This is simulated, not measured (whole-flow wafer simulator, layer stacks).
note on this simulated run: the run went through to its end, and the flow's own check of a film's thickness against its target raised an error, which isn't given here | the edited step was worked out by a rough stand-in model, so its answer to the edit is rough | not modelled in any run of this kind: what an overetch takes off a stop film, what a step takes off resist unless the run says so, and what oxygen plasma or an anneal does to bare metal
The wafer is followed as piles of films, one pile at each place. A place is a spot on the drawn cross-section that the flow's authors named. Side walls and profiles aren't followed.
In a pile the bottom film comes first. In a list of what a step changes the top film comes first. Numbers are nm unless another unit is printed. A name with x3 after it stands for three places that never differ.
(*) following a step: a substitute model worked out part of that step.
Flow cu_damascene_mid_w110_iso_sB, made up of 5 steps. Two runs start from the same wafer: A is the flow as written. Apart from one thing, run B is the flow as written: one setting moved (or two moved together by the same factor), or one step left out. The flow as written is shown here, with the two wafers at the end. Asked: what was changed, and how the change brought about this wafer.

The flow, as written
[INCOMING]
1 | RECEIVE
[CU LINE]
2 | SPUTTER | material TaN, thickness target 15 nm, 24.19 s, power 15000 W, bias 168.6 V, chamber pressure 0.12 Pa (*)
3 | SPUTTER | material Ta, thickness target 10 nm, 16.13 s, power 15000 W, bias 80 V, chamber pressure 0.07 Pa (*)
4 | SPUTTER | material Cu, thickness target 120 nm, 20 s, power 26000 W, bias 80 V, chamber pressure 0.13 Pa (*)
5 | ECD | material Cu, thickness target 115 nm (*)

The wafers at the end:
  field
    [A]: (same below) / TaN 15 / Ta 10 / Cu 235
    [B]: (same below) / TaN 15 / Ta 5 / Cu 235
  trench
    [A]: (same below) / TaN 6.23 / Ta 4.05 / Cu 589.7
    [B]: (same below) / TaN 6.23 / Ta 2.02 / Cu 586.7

Cause: step 3, SPUTTER: thickness target 5 nm was run, whereas the flow has thickness target 10 nm.
The wafer itself shows it: field has Ta 5, and step 3 as written asks for 10 nm.

Step by step, how the change led to this:
  3 | SPUTTER | material Ta, thickness target 10 nm, 16.13 s, power 15000 W, bias 80 V, chamber pressure 0.07 Pa (*)
      field: A Ta gains 10 (new film) | B Ta gains 5 (new film)
      trench: A Ta gains 4.05 (new film) | B Ta gains 2.02 (new film)
